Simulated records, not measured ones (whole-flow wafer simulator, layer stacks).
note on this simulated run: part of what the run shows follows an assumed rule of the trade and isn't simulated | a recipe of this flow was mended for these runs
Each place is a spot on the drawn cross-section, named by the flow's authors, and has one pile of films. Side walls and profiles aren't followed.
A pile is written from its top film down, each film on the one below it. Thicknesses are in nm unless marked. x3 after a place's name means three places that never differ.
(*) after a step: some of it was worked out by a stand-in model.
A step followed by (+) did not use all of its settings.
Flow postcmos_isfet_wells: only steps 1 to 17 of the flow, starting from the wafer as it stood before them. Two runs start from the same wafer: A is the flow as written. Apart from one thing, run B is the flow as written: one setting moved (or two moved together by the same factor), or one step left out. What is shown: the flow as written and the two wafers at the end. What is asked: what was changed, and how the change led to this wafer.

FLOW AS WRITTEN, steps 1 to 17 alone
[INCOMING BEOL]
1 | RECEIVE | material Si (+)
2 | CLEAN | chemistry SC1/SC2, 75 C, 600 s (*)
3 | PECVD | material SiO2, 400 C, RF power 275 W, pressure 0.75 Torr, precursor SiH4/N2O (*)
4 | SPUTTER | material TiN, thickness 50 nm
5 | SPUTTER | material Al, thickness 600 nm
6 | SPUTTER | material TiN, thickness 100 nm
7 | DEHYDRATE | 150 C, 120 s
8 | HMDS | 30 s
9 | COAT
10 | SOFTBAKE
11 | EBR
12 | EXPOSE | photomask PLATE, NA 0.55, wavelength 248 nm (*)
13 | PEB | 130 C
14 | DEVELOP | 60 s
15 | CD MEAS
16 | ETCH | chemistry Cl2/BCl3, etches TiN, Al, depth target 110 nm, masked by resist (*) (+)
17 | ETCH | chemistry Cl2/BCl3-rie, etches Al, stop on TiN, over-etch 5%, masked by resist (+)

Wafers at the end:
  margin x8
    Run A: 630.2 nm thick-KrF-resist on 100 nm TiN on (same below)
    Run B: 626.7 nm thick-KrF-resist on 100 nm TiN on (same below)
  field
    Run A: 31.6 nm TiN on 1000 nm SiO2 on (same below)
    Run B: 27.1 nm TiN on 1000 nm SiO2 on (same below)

The reason: step 17, ETCH: over-etch 6.2% was run, though the flow has over-etch 5%.

The path from the change to this, step by step:
  17 | ETCH | chemistry Cl2/BCl3-rie, etches Al, stop on TiN, over-etch 5%, masked by resist (+)
      field: A Al loses 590 (all of it), TiN loses 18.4 | B Al loses 590 (all of it), TiN loses 22.9
